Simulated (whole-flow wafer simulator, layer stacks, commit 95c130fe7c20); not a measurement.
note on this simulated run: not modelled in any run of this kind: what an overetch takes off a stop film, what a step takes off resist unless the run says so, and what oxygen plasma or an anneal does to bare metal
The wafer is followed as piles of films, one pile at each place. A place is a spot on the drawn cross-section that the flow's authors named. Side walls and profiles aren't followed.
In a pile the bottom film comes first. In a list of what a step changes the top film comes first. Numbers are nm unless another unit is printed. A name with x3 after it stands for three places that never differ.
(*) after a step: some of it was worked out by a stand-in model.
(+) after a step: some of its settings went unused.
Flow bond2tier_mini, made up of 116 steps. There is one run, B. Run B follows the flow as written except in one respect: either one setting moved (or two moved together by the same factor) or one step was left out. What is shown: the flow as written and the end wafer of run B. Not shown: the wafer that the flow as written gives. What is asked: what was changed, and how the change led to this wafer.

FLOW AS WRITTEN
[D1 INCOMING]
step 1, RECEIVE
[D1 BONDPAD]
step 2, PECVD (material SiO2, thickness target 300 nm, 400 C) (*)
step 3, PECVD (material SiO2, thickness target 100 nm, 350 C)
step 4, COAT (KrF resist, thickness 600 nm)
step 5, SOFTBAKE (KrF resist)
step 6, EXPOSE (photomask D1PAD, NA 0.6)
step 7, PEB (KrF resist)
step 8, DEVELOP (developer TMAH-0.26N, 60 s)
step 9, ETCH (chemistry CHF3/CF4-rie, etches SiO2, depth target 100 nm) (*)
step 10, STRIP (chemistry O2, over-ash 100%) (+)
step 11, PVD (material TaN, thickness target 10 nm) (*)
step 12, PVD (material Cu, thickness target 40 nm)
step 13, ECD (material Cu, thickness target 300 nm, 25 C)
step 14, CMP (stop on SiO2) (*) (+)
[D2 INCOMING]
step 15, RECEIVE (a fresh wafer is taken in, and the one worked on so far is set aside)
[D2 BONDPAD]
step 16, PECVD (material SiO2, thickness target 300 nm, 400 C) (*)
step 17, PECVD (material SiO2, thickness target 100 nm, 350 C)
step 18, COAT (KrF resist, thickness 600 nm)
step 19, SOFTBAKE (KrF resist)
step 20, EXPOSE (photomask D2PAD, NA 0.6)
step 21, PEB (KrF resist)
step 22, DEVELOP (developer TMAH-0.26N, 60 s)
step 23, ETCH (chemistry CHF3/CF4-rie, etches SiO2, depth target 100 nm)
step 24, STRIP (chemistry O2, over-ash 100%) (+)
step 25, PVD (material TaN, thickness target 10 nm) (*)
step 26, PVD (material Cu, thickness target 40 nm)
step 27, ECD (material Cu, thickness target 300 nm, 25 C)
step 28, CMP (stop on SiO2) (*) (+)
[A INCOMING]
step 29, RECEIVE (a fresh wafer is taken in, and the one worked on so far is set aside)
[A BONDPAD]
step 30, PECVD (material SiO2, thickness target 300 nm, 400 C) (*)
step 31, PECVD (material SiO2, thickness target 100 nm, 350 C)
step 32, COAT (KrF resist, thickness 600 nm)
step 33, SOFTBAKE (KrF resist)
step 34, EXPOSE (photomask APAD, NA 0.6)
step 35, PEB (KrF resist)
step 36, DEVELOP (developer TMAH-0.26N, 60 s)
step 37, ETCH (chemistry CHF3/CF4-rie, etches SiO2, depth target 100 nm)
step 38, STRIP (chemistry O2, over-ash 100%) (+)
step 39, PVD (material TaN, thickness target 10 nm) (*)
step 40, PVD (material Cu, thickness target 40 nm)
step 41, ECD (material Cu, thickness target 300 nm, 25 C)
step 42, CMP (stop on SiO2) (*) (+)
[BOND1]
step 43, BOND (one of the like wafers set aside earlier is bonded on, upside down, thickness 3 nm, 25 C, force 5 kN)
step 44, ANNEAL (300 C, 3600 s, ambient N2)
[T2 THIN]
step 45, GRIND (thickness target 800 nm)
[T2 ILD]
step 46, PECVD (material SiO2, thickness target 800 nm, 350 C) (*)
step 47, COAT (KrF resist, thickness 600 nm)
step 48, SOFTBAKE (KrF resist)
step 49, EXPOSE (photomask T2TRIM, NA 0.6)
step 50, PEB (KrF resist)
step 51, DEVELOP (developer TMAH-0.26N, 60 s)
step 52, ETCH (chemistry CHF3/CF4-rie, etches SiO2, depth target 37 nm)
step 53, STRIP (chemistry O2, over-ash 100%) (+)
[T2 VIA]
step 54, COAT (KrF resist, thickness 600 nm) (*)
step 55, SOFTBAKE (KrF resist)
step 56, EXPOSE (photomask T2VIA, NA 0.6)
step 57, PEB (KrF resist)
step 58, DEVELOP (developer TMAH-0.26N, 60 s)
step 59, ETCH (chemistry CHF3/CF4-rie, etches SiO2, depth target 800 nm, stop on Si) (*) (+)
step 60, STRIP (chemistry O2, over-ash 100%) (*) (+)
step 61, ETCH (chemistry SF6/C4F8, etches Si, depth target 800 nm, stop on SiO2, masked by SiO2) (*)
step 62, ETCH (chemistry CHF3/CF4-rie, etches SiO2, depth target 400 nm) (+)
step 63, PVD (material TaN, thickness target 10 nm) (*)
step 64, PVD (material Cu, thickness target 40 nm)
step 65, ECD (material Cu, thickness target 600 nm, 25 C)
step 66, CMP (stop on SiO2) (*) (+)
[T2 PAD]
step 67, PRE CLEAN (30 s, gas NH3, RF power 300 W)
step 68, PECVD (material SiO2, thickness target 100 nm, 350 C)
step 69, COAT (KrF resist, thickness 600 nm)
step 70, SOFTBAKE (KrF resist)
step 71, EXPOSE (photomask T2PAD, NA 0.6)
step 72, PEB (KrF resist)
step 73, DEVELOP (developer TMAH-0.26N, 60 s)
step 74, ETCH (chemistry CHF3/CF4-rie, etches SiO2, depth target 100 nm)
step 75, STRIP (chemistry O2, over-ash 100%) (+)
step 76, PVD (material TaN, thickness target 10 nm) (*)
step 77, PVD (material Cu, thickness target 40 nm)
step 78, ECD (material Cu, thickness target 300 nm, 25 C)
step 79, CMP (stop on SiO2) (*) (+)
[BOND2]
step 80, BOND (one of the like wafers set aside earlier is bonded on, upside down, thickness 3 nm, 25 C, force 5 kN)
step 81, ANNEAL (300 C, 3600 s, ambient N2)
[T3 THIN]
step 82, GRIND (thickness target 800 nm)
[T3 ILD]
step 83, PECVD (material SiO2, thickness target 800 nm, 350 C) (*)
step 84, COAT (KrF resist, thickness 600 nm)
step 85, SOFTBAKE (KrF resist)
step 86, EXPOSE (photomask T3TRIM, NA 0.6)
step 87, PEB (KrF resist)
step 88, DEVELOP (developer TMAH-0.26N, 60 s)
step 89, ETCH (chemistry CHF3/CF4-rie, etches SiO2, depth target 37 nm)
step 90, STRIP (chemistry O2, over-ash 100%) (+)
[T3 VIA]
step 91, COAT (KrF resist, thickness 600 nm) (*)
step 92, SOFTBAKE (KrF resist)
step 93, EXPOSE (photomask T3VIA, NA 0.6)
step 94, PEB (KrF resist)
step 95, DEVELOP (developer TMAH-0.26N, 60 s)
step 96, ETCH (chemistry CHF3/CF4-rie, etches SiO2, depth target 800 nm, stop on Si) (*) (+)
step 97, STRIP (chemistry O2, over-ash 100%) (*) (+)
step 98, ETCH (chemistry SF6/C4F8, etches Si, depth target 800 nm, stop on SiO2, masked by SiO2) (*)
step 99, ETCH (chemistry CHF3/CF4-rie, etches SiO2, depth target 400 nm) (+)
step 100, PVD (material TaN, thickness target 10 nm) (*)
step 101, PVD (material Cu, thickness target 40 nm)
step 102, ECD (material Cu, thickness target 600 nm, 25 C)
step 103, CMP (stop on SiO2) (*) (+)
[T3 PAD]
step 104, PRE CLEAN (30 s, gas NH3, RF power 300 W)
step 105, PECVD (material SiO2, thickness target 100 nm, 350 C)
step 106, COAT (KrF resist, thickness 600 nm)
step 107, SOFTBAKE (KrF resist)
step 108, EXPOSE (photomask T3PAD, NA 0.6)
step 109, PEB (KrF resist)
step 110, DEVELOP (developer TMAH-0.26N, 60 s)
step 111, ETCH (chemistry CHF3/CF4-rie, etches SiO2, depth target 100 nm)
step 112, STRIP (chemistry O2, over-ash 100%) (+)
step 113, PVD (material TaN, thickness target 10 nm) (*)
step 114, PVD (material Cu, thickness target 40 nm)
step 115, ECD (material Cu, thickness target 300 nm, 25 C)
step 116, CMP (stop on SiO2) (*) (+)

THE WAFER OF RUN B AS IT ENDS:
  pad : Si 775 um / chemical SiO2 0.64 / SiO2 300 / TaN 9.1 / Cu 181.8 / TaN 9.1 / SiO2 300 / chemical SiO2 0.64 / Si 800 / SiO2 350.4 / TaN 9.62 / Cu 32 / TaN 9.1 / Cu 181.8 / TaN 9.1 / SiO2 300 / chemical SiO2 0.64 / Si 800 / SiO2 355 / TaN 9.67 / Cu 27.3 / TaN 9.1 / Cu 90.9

What caused this: step 52, ETCH: depth target 41.6 nm was run, though the flow has depth target 37 nm.

Step by step, how the change led to this:
  step 52, ETCH (chemistry CHF3/CF4-rie, etches SiO2, depth target 37 nm)
      pad, via: -41.6 SiO2 (as written it would have been: -37 SiO2)
      field: -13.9 KrF resist (as written it would have been: -12.3 KrF resist)
